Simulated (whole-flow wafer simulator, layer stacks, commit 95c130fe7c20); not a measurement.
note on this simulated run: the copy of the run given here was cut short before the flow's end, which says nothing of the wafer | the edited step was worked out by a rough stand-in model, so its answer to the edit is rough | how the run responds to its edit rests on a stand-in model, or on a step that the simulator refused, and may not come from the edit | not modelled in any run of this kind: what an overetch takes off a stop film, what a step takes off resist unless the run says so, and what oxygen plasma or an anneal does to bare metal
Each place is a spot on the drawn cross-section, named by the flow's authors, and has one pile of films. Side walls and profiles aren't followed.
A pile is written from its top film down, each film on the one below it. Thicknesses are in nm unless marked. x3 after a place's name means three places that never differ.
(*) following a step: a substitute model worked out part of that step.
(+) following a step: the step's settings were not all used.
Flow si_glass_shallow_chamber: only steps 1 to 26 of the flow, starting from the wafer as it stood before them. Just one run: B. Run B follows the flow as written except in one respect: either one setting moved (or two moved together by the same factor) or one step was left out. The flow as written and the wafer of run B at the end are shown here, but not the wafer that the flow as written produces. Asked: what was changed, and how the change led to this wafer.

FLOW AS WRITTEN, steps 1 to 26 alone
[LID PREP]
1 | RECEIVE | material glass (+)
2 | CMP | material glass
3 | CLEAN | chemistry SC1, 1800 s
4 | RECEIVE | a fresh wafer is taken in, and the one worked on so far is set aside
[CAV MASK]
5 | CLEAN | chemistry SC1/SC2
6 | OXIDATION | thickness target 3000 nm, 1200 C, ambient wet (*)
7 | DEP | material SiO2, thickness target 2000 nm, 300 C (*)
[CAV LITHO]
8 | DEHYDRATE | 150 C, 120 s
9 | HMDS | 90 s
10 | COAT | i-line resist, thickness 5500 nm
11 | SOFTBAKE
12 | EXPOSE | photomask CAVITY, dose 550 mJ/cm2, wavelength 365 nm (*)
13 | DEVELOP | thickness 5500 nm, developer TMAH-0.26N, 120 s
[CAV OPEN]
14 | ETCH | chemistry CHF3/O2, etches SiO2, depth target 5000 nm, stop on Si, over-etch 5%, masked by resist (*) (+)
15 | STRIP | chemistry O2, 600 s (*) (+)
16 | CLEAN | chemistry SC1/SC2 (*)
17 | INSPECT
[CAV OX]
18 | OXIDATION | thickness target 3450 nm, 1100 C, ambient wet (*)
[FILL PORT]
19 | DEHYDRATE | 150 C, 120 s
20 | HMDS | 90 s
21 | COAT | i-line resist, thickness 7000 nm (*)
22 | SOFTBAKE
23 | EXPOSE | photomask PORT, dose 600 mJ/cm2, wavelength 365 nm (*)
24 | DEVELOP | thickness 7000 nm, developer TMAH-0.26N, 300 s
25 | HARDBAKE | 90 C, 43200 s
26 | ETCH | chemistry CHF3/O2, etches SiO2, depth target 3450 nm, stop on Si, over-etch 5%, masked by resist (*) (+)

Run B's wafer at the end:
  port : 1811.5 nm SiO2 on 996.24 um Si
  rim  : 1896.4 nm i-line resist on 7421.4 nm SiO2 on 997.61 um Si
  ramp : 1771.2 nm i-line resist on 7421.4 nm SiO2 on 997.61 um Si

What caused this: step 18, OXIDATION: thickness target 5434 nm was run, though the flow has thickness target 3450 nm.

Step by step, how the change led to this:
  18 | OXIDATION | thickness target 3450 nm, 1100 C, ambient wet (*)
      rim, ramp, septum, ring: +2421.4 SiO2, -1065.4 Si (in the flow as written it would be: +1109.8 SiO2, -488.3 Si)
      cav, port: +5434 SiO2 (new film), -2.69 chemical SiO2 (all of it), -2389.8 Si (in the flow as written it would be: +3450 SiO2 (new film), -2.69 chemical SiO2 (all of it), -1516.8 Si)
  21 | COAT | i-line resist, thickness 7000 nm (*)
      rim: +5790 i-line resist (new film) (in the flow as written it would be: +5660.1 i-line resist (new film))
      ramp: +5267.8 i-line resist (new film) (in the flow as written it would be: +5087.8 i-line resist (new film))
  22 | SOFTBAKE
      rim: -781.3 i-line resist (in the flow as written it would be: -849 i-line resist)
      ramp: -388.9 i-line resist (in the flow as written it would be: -434.5 i-line resist)
      (as well as at 4 more places)
  25 | HARDBAKE | 90 C, 43200 s
      rim: -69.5 i-line resist (in the flow as written it would be: -62.5 i-line resist)
      ramp: -64.9 i-line resist (in the flow as written it would be: -57.1 i-line resist)
      (as well as at 1 more place)
  26 | ETCH | chemistry CHF3/O2, etches SiO2, depth target 3450 nm, stop on Si, over-etch 5%, masked by resist (*) (+)
      port: -3622.5 SiO2 (in the flow as written it would be: -3450 SiO2 (all of it), -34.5 Si)
